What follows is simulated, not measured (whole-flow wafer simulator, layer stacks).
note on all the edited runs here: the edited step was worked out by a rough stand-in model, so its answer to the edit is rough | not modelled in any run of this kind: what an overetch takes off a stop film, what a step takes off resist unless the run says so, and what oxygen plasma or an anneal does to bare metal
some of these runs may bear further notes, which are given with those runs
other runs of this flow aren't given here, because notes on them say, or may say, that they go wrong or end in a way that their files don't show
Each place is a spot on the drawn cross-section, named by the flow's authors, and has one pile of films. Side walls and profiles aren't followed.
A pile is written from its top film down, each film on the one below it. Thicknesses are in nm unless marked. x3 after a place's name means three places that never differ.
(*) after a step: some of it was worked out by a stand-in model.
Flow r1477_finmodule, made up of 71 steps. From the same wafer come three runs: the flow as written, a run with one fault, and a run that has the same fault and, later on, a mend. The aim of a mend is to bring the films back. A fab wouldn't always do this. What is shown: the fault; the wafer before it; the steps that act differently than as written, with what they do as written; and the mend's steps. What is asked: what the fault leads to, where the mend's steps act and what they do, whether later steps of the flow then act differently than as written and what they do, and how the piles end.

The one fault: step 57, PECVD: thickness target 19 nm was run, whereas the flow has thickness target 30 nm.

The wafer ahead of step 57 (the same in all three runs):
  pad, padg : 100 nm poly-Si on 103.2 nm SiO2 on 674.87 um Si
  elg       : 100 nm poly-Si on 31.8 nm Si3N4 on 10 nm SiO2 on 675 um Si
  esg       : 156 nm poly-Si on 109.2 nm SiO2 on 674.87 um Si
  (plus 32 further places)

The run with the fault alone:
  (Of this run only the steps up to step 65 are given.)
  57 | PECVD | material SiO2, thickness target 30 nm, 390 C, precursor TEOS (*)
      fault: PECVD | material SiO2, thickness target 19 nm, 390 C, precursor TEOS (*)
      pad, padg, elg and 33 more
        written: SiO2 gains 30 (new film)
        fault: SiO2 gains 19 (new film)
  None of the later steps of the flow up to step 65 differs from how it acts as written, at any place that is followed, by more than 2% or 0.5 nm, whichever is larger.
  The piles after step 65 differ from the flow's at pad, padg, elg and 33 more by more than 2% or 0.5 nm, whichever is larger.
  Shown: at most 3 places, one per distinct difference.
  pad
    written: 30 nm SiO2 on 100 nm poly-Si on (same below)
    fault: 19 nm SiO2 on 100 nm poly-Si on (same below)
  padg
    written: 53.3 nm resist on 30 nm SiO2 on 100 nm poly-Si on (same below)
    fault: 53.3 nm resist on 19 nm SiO2 on 100 nm poly-Si on (same below)
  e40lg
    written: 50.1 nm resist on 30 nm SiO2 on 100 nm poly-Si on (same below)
    fault: 50.1 nm resist on 19 nm SiO2 on 100 nm poly-Si on (same below)

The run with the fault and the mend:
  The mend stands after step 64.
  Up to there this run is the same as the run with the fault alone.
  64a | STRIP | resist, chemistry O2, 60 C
      padg, elg, esg
        resist loses 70 (all of it)
      e40lg, e100lg, e200lg
        resist loses 66.9 (all of it)
      s40sg, s45sg
        resist loses 91 (all of it)
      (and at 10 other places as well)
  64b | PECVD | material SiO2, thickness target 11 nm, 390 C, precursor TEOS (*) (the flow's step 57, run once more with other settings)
      pad, padg, elg and 33 more
        SiO2 gains 11
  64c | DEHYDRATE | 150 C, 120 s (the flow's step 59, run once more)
      does not change any film at any place that is followed
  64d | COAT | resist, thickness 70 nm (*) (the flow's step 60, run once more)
      e40lg, e100lg, e200lg, elo, e40lo, e100lo, e200lo
        resist gains 66.9 (new film)
      pad, padg, elg, esg
        resist gains 70 (new film)
      s40sg, s45sg, s40so, s45so
        resist gains 91 (new film)
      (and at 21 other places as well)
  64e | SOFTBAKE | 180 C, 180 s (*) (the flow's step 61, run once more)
      does not change any film at any place that is followed
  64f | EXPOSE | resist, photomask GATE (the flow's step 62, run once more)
      does not change any film at any place that is followed
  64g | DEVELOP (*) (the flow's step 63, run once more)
      elo, e40lo, e100lo, e200lo
        resist loses 66.9 (all of it)
      eso, e40so
        resist loses 129.5 (all of it)
      s40so, s45so
        resist loses 91 (all of it)
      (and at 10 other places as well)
  None of the later steps of the flow acts differently than as written at any place that is followed.
  By the end, the piles equal the flow's at every place that both follow.
